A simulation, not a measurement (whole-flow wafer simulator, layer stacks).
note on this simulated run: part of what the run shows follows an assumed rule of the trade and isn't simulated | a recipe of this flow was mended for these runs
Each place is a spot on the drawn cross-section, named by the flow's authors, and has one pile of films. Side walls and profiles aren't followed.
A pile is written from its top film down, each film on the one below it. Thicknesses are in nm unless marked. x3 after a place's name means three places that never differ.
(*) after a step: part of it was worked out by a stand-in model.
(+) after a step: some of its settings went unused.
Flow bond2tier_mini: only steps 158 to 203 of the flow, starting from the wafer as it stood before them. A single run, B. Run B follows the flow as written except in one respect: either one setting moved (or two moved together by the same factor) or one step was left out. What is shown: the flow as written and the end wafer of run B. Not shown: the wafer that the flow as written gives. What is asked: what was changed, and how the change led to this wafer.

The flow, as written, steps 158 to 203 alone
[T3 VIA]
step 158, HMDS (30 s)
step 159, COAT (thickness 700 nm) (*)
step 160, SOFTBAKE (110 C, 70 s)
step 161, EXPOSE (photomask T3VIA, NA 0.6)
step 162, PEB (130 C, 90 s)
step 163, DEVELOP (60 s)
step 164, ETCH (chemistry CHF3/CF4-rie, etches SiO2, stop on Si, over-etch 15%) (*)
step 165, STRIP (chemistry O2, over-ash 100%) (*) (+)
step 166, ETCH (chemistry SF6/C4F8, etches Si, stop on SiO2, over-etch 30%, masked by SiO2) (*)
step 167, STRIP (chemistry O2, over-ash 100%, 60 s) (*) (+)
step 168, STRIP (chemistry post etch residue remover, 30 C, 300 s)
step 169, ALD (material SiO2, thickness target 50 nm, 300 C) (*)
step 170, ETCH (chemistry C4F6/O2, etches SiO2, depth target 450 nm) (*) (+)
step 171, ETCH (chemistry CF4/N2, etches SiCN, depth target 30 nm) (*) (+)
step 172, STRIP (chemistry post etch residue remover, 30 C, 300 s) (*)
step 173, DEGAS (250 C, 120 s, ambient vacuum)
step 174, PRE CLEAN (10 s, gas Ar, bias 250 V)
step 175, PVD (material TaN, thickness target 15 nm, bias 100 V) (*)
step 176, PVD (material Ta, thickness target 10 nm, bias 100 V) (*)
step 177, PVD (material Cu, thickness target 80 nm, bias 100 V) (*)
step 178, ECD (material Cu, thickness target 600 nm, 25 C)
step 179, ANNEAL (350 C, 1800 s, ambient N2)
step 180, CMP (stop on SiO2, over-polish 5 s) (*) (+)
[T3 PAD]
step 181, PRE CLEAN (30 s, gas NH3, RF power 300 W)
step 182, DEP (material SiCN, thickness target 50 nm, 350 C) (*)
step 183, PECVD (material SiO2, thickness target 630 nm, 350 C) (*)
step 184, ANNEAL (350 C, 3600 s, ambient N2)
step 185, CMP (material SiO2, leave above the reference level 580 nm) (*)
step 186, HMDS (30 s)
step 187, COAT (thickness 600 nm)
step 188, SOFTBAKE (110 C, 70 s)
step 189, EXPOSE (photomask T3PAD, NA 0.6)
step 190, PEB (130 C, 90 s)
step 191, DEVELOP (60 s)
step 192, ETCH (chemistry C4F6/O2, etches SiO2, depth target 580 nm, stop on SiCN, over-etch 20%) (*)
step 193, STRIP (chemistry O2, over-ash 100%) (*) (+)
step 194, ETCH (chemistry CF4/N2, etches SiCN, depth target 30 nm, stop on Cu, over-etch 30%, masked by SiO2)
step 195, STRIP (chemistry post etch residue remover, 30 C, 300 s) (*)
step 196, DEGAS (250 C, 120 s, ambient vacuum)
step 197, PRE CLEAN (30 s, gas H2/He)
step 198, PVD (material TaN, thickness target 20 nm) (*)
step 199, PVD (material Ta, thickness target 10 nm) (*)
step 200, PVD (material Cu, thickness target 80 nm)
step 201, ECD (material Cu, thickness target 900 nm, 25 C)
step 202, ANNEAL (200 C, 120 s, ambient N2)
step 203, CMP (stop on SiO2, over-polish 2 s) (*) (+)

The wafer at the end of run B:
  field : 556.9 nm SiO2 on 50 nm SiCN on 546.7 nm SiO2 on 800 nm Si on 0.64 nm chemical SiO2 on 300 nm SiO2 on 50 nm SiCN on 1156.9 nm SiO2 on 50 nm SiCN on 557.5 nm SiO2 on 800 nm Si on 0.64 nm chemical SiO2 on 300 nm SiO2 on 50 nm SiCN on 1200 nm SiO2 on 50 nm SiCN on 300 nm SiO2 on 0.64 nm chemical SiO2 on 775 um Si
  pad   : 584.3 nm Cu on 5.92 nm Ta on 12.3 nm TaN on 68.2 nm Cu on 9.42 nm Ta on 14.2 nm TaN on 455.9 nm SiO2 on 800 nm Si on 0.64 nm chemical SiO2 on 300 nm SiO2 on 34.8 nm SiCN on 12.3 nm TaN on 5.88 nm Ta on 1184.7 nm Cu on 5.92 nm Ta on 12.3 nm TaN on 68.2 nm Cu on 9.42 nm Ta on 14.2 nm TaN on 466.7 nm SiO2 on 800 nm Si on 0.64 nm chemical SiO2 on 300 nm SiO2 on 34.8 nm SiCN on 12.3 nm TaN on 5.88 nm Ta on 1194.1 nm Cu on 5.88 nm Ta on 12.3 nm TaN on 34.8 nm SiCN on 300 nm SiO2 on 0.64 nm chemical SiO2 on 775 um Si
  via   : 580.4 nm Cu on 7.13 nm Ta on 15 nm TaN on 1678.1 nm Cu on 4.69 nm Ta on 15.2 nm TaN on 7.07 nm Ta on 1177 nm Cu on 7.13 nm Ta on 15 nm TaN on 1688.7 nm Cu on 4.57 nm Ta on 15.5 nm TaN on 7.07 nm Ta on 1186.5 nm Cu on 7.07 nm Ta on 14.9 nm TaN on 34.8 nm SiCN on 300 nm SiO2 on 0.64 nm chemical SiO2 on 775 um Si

Cause: step 169, ALD: thickness target 39.2 nm was run, while the flow as written has thickness target 50 nm.

How this came from the change, step by step:
  step 169, ALD (material SiO2, thickness target 50 nm, 300 C) (*)
      field, pad, via: SiO2 gains 39.2 (as written it would have been: SiO2 gains 50)
  step 170, ETCH (chemistry C4F6/O2, etches SiO2, depth target 450 nm) (*) (+)
      via: SiO2 loses 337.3 (all of it), SiCN loses 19 (as written it would have been: SiO2 loses 348.1 (all of it), SiCN loses 17.2)
  step 171, ETCH (chemistry CF4/N2, etches SiCN, depth target 30 nm) (*) (+)
      via: SiCN loses 15.8 (all of it), TaN loses 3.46 (as written it would have been: SiCN loses 17.6 (all of it), TaN loses 3.01)
  step 177, PVD (material Cu, thickness target 80 nm, bias 100 V) (*)
      via: Cu gains 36 (new film) (as written it would have been: Cu gains 35 (new film))
